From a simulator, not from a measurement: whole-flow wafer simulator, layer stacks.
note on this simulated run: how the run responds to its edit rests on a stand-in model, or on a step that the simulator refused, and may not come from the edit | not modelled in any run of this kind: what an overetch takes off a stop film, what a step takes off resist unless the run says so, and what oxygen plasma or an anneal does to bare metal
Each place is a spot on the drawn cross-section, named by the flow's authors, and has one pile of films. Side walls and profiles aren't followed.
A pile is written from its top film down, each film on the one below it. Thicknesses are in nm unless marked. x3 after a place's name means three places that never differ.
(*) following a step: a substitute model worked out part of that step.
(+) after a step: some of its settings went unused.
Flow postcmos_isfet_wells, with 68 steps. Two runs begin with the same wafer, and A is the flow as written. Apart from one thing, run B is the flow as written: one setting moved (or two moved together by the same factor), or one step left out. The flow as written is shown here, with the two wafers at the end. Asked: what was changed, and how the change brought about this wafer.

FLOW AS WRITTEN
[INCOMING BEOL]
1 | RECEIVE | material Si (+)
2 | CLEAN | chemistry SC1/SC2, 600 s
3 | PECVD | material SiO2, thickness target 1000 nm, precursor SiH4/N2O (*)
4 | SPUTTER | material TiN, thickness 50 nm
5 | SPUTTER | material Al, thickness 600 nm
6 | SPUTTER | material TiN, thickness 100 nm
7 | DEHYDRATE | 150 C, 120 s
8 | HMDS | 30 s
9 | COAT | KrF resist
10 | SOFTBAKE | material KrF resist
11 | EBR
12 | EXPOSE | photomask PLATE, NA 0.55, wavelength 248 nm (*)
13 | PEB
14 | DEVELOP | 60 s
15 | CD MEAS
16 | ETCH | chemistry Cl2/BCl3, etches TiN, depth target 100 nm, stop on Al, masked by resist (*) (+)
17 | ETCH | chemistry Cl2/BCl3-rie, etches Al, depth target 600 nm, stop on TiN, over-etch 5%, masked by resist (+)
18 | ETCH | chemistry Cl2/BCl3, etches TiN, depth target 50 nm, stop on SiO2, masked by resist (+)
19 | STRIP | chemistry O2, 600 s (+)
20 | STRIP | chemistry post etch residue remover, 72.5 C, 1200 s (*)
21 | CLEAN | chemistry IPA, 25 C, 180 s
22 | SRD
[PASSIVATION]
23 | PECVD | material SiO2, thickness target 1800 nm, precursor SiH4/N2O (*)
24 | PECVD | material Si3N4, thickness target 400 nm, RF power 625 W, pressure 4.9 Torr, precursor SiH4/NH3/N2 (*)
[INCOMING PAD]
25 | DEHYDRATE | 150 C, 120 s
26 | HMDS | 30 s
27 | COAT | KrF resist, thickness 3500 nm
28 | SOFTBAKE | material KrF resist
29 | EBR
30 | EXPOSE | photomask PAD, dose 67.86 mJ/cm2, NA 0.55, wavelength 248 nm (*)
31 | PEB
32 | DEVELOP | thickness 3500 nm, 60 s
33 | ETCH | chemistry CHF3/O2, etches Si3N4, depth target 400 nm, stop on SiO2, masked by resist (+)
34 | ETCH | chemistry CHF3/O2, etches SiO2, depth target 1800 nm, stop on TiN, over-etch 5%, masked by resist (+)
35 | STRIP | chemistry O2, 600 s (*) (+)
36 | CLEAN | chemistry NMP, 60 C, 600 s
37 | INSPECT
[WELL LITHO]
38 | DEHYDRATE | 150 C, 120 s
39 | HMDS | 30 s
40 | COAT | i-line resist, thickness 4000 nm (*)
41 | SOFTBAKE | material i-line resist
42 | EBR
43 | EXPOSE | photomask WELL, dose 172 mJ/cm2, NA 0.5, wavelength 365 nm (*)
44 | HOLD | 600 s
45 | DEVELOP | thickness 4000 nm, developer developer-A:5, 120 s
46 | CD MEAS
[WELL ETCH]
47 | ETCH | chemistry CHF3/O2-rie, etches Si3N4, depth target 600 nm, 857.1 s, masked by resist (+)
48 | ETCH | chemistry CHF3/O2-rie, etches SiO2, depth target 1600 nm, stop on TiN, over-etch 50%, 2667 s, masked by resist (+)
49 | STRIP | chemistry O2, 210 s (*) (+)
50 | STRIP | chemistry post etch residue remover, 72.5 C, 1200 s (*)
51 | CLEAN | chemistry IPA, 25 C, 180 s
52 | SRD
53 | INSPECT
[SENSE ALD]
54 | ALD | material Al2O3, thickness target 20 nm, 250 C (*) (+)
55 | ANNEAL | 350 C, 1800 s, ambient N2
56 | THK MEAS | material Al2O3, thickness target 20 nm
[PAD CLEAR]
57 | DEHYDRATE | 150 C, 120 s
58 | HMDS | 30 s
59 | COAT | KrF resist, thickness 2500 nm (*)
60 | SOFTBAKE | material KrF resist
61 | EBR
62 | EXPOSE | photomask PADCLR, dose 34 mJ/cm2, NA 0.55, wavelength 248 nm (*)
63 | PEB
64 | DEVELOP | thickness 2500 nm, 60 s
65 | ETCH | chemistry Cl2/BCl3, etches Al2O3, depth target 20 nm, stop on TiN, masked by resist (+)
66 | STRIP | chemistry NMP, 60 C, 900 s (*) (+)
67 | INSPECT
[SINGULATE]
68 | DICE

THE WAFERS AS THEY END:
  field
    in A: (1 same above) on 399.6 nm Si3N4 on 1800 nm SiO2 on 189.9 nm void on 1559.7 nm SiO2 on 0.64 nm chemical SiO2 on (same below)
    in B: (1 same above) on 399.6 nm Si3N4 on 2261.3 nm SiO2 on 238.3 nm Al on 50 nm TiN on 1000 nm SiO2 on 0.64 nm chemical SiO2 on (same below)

What caused this: step 17, ETCH: depth target 306 nm was run, though the flow has depth target 600 nm.

How this came from the change, step by step:
  17 | ETCH | chemistry Cl2/BCl3-rie, etches Al, depth target 600 nm, stop on TiN, over-etch 5%, masked by resist (+)
      field: A Al loses 600 (all of it) | B Al loses 306
      margin, well900, well1300 x3, pad_rim, pad_clr, pad_open: A KrF resist loses 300 | B KrF resist loses 153
  18 | ETCH | chemistry Cl2/BCl3, etches TiN, depth target 50 nm, stop on SiO2, masked by resist (+)
      field: A TiN loses 50 (all of it) | B Al loses 50
  19 | STRIP | chemistry O2, 600 s (+)
      margin, well900, well1300 x3, pad_rim, pad_clr, pad_open: A KrF resist loses 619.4 (all of it) | B KrF resist loses 766.4 (all of it)
  20 | STRIP | chemistry post etch residue remover, 72.5 C, 1200 s (*)
      field: A nothing | B Al loses 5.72
  23 | PECVD | material SiO2, thickness target 1800 nm, precursor SiH4/N2O (*)
      field: A SiO2 gains 1800 (new film), void gains 189.9 (new film), SiO2 gains 559.7 | B SiO2 gains 2261.3 (new film)
With metal films that touch counted as one body, field has 1 body; the flow as written gives 0 bodies.
